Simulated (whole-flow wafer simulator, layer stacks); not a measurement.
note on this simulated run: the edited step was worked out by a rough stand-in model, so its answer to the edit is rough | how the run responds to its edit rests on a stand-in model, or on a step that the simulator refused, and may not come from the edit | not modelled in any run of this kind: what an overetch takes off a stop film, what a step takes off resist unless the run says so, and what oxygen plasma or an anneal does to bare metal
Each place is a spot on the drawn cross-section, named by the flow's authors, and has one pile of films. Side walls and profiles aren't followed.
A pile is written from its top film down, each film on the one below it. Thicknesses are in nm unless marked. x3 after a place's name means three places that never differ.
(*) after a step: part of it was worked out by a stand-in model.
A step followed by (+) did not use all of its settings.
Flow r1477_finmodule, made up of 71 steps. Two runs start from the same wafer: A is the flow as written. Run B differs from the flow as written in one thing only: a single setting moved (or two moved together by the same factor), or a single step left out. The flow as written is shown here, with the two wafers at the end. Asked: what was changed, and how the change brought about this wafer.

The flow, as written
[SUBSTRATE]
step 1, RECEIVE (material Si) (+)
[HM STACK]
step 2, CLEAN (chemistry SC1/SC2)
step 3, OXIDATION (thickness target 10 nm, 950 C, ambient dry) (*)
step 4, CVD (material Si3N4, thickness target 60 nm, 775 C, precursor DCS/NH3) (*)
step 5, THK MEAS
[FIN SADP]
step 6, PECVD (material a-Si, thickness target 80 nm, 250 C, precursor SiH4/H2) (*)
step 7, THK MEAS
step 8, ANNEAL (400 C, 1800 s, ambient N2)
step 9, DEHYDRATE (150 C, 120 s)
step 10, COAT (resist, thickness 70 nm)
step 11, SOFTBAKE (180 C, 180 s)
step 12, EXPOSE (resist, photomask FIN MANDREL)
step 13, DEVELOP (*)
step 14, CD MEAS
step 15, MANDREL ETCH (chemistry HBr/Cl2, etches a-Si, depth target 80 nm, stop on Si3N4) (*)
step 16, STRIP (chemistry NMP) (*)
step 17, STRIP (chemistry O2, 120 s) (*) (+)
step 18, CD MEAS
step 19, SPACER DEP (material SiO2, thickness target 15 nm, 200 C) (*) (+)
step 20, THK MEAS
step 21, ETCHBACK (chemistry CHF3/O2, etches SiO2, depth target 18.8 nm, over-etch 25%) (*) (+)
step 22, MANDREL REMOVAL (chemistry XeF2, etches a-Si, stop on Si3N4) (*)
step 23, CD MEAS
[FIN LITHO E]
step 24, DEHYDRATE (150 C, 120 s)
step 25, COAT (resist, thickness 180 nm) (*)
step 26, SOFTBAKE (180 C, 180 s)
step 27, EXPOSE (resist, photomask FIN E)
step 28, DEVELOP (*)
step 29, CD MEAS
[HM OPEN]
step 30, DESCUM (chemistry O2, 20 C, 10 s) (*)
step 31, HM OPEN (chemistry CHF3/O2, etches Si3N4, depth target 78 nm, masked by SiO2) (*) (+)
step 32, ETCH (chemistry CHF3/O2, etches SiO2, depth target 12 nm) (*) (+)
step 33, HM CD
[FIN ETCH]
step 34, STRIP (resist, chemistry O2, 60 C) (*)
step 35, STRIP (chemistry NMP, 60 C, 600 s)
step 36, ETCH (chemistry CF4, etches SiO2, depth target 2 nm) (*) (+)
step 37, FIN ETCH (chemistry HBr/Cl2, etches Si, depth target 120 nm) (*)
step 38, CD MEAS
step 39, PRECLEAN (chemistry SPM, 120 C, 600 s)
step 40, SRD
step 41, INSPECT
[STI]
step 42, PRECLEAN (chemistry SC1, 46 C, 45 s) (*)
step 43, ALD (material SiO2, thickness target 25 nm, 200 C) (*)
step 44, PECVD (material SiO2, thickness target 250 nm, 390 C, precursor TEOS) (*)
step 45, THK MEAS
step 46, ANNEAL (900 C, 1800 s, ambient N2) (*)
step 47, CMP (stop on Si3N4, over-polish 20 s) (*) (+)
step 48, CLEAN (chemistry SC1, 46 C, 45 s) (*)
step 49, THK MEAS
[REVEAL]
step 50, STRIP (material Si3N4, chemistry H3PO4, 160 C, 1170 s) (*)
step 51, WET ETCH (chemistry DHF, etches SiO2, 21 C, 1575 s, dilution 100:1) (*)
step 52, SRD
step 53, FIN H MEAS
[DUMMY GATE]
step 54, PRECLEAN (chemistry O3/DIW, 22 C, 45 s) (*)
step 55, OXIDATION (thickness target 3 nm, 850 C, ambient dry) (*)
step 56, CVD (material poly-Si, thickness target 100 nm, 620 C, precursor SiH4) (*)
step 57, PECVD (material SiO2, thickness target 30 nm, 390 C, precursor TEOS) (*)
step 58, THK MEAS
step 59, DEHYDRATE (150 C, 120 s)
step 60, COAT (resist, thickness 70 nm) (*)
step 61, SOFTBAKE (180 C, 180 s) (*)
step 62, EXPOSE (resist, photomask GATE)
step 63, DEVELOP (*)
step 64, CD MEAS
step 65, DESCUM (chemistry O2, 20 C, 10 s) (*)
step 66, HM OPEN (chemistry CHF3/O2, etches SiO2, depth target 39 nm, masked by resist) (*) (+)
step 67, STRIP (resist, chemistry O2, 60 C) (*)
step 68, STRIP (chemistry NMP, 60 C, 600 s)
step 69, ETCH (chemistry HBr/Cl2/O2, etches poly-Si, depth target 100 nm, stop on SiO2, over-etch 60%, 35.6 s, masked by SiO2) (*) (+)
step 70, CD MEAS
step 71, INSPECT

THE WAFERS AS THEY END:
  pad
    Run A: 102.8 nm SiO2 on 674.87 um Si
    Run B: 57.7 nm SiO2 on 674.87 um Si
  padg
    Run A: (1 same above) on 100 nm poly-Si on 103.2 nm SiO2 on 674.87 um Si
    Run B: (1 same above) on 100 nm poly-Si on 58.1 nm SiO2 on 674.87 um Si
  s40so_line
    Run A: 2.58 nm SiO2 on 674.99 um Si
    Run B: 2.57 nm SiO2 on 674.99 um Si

The reason: step 44, PECVD: thickness target 127.5 nm was run, while the flow as written has thickness target 250 nm.

The path from the change to this, step by step:
  step 44, PECVD (material SiO2, thickness target 250 nm, 390 C, precursor TEOS) (*)
      pad, padg, elg and 33 more: A SiO2 gains 250 | B SiO2 gains 127.5
  step 46, ANNEAL (900 C, 1800 s, ambient N2) (*)
      pad, padg, elg and 33 more: A SiO2 loses 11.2 | B SiO2 loses 5.74
  step 47, CMP (stop on Si3N4, over-polish 20 s) (*) (+)
      pad, padg, e40sg and 11 more: A SiO2 loses 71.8 | B nothing
      eso: A SiO2 loses 72.4 | B nothing
      (also at 21 further places)
  step 60, COAT (resist, thickness 70 nm) (*)
      e40lg, e100lg, e200lg, elo, e40lo, e100lo, e200lo: A resist gains 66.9 (new film) | B resist gains 64.6 (new film)
      e40sg, e40so: A resist gains 129.5 (new film) | B resist gains 172.4 (new film)
      (also at 23 further places)
  step 63, DEVELOP (*)
      elo, e40lo, e100lo, e200lo: A resist loses 66.9 (all of it) | B resist loses 64.6 (all of it)
      eso: A resist loses 129.5 (all of it) | B resist loses 171.8 (all of it)
      (also at 12 further places)
  step 67, STRIP (resist, chemistry O2, 60 C) (*)
      e40lg, e100lg, e200lg: A resist loses 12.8 (all of it) | B resist loses 10.5 (all of it)
      e40sg: A resist loses 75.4 (all of it) | B resist loses 118.3 (all of it)
      (also at 11 further places)
